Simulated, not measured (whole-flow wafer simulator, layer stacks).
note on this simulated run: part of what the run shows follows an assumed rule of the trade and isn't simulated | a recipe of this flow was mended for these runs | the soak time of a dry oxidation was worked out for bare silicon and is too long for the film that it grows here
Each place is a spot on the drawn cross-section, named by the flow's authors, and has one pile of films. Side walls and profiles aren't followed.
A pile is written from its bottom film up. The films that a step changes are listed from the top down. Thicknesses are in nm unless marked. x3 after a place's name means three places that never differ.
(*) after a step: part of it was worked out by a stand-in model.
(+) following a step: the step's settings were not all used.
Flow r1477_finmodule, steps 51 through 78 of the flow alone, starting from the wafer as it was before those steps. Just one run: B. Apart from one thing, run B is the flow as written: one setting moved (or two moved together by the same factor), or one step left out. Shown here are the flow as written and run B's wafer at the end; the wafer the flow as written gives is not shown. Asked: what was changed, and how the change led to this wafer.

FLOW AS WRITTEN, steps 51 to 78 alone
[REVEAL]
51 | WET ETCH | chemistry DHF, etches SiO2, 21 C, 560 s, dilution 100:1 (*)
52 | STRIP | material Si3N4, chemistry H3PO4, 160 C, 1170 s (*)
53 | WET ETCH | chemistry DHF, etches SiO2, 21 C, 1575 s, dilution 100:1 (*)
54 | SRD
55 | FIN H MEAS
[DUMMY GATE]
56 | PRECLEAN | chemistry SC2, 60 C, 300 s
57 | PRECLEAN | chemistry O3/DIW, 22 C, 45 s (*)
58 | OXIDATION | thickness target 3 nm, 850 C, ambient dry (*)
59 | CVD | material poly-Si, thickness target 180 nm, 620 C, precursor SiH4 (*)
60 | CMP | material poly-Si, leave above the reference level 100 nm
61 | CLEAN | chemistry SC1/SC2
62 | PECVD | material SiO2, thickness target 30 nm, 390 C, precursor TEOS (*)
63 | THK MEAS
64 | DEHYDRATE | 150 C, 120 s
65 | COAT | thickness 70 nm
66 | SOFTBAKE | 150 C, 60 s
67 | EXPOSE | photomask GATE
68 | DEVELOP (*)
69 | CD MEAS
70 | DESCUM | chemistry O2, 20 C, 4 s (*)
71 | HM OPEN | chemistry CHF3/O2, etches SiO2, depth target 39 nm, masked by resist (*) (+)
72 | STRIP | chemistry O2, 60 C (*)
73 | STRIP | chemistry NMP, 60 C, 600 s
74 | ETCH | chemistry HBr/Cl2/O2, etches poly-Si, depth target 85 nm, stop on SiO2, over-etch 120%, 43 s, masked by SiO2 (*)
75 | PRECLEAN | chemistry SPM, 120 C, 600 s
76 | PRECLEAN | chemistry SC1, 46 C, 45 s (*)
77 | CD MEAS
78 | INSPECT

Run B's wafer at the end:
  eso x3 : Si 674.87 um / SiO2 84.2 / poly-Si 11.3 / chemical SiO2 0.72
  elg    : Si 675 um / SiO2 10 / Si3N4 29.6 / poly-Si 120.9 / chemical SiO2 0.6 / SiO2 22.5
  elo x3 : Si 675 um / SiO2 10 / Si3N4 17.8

What caused this: step 52, STRIP: material Si3N4, chemistry H3PO4, 160 C, 1170 s (*), was skipped.

How this came from the change, step by step:
  53 | WET ETCH | chemistry DHF, etches SiO2, 21 C, 1575 s, dilution 100:1 (*)
      elg, e40lg x2, e200lg, elo x3, e200lo: Si3N4 loses 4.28 (as written it would have been: SiO2 loses 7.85 (all of it))
      s40sg_line x3, s40so_line x3: Si3N4 loses 4.28 (as written it would have been: SiO2 loses 8.51 (all of it))
  57 | PRECLEAN | chemistry O3/DIW, 22 C, 45 s (*)
      elg, e40lg x2, e200lg, s40sg_line x3, elo x3, e200lo, s40so_line x3: nothing (as written it would have been: chemical SiO2 gains 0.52, Si loses 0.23)
  58 | OXIDATION | thickness target 3 nm, 850 C, ambient dry (*)
      elg, e40lg x2, e200lg, s40sg_line x3, elo x3, e200lo, s40so_line x3: nothing (as written it would have been: SiO2 gains 3 (new film), chemical SiO2 loses 0.85 (all of it), Si loses 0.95)
  59 | CVD | material poly-Si, thickness target 180 nm, 620 C, precursor SiH4 (*)
      s40cg x3, s40sg x3, s40co x3, s40so x3: poly-Si gains 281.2 (new film) (as written it would have been: poly-Si gains 226.3 (new film))
      esg x3, eso x3: poly-Si gains 259.9 (new film) (as written it would have been: poly-Si gains 226.3 (new film))
      (as well as at 2 more places)
  60 | CMP | material poly-Si, leave above the reference level 100 nm
      pad, padg: nothing (as written it would have been: poly-Si loses 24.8)
      elg, esg x3, e40lg x2, e200lg, elo x3, eso x3, e200lo: poly-Si loses 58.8 (as written it would have been: poly-Si loses 80)
      (as well as at 2 more places)
  74 | ETCH | chemistry HBr/Cl2/O2, etches poly-Si, depth target 85 nm, stop on SiO2, over-etch 120%, 43 s, masked by SiO2 (*)
      eso x3, e200so, s40co x3, s40so x3: chemical SiO2 loses 1.12 (all of it), poly-Si loses 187 (as written it would have been: chemical SiO2 loses 1.12 (all of it), poly-Si loses 143.9 (all of it), SiO2 loses 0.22)
      elo x3, e200lo: chemical SiO2 loses 1.12 (all of it), poly-Si loses 118.8 (all of it), Si3N4 loses 11.8 (as written it would have been: chemical SiO2 loses 1.12 (all of it), poly-Si loses 97.6 (all of it), SiO2 loses 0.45)
      (as well as at 4 more places)
  75 | PRECLEAN | chemistry SPM, 120 C, 600 s
      eso x3, e200so, s40co x3, s40so x3: chemical SiO2 gains 0.8 (new film), poly-Si loses 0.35 (as written it would have been: nothing)
